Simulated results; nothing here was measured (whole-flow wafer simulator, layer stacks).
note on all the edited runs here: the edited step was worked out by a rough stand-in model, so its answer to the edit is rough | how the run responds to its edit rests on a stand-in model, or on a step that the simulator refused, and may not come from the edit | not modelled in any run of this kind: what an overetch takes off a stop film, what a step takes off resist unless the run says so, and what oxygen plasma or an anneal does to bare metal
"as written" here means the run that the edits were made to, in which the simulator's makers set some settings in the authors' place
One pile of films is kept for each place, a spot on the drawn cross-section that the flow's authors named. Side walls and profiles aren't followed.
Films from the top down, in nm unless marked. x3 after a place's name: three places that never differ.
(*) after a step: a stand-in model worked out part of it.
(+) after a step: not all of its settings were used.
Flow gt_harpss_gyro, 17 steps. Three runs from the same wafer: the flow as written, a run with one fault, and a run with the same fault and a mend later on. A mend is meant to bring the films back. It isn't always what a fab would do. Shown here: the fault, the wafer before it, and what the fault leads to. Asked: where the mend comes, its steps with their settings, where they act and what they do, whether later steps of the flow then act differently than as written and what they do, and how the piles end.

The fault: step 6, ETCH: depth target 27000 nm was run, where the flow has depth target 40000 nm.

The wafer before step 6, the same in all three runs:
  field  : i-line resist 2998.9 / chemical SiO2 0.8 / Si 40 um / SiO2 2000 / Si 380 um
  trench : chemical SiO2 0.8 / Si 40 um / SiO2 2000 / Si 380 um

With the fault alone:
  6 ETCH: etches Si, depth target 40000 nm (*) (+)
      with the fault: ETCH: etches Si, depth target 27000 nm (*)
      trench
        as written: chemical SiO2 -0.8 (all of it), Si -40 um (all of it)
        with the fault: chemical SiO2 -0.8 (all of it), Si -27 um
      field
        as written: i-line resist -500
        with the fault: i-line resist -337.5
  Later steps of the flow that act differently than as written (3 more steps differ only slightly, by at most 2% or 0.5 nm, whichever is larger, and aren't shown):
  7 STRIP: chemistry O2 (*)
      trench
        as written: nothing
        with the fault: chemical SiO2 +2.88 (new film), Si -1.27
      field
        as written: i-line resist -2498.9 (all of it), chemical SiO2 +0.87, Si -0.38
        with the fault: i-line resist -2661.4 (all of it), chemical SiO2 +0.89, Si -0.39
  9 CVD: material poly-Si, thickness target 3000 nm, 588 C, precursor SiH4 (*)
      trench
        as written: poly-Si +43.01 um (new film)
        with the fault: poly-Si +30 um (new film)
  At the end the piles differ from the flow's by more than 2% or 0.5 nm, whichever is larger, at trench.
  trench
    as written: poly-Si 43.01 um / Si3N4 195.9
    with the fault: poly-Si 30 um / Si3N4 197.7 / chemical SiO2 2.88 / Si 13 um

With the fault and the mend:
  The mend comes after step 6.
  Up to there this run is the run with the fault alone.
  6a ETCH: etches Si, depth target 13000 nm (*) (+) (the flow's step 6 once more, with other settings)
      field
        i-line resist -162.5
      trench
        Si -13 um (all of it)
  No later step of the flow acts differently than as written at any place that is followed.
  At the end the piles are the same as the flow's at every place that both follow.
